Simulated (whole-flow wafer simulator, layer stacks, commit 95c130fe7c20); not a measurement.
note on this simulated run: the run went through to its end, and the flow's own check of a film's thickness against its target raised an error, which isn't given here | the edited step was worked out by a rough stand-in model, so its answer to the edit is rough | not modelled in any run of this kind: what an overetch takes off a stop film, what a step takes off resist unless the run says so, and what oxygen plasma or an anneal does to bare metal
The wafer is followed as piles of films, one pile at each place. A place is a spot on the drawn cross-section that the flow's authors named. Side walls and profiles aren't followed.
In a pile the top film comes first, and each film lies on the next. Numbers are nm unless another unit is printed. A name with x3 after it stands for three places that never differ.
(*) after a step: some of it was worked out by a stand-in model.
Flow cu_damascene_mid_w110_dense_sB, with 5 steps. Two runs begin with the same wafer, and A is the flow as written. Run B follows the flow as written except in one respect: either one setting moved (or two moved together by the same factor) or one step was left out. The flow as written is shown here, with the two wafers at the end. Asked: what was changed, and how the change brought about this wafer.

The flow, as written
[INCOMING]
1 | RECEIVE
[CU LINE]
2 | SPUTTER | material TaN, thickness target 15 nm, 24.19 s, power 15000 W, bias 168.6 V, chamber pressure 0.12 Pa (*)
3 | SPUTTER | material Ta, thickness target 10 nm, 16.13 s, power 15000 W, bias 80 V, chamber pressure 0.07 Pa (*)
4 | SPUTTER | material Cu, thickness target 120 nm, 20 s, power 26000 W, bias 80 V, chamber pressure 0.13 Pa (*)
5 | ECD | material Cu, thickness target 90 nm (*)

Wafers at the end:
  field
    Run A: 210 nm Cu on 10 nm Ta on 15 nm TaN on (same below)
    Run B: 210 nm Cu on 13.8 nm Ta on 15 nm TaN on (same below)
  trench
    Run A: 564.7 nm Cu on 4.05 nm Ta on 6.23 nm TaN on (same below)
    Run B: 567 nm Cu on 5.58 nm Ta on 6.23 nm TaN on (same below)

Cause: step 3, SPUTTER: thickness target 13.8 nm was run, though the flow has thickness target 10 nm; step 3, SPUTTER: 22.18 s was run, where the flow has 16.13 s.
One can read it off the wafer: field has Ta 13.8, and step 3 as written asks for 10 nm.

The path from the change to this, step by step:
  3 | SPUTTER | material Ta, thickness target 10 nm, 16.13 s, power 15000 W, bias 80 V, chamber pressure 0.07 Pa (*)
      field: A +10 Ta (new film) | B +13.8 Ta (new film)
      trench: A +4.05 Ta (new film) | B +5.58 Ta (new film)
